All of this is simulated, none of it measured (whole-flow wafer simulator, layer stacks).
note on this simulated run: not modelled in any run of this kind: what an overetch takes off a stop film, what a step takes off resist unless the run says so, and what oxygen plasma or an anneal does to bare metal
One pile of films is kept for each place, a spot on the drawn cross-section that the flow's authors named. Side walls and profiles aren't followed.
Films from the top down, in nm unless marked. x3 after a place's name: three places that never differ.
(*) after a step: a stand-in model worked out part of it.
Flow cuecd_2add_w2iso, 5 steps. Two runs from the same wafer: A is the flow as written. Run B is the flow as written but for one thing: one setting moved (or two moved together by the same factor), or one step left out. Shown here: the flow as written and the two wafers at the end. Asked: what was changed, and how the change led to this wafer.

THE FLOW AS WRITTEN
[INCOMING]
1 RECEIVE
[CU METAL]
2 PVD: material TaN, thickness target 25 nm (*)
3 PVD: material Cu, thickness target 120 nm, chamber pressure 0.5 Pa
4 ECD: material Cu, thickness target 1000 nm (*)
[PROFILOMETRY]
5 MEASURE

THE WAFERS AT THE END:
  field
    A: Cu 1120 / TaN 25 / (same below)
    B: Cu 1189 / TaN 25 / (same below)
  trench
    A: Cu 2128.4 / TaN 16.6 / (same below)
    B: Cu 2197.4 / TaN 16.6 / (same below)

The cause: step 3, PVD: thickness target 189 nm was run, where the flow has thickness target 120 nm.

How the change led to this, step by step:
  3 PVD: material Cu, thickness target 120 nm, chamber pressure 0.5 Pa
      field: A Cu +120 (new film) | B Cu +189 (new film)
      trench: A Cu +80.8 (new film) | B Cu +126.8 (new film)
